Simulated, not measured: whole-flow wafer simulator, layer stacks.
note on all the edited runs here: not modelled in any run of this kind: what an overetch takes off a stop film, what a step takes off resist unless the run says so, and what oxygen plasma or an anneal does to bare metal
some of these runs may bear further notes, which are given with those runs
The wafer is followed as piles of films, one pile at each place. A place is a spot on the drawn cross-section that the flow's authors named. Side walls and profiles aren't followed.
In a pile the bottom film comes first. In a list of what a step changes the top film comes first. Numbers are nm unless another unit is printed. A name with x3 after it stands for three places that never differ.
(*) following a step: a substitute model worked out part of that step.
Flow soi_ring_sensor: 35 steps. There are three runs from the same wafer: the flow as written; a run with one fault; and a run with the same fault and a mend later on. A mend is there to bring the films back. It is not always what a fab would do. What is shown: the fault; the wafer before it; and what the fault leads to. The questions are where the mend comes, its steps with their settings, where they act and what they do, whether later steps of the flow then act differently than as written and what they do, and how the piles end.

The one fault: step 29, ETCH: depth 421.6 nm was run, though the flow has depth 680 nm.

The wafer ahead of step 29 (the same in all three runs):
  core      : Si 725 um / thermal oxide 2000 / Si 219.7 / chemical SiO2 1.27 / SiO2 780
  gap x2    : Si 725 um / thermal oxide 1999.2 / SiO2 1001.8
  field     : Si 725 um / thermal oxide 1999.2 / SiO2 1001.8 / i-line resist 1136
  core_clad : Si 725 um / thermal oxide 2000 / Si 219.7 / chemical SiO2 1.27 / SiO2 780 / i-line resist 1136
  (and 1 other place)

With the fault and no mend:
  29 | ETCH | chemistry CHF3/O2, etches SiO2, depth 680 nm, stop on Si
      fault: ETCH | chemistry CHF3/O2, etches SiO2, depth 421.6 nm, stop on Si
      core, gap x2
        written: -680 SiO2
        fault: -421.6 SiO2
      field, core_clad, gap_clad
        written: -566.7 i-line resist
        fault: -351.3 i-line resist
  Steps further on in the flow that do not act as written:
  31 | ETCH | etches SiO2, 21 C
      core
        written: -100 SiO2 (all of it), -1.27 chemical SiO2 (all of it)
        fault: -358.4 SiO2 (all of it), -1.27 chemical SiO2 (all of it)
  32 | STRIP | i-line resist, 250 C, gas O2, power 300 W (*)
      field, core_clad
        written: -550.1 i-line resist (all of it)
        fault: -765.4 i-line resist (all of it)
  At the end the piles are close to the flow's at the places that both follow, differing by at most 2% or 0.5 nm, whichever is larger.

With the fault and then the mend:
  The mend follows step 29.
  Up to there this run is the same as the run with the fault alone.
  29a | ETCH | chemistry CHF3/O2, etches SiO2, depth 258.4 nm, stop on Si (a further turn of the flow's step 29, with different settings)
      core, gap x2
        -258.4 SiO2
      field, core_clad, gap_clad
        -215.3 i-line resist
  Later steps of the flow that are run all act as written at every place that is followed.
  The piles end the same as the flow's at every place that both follow.
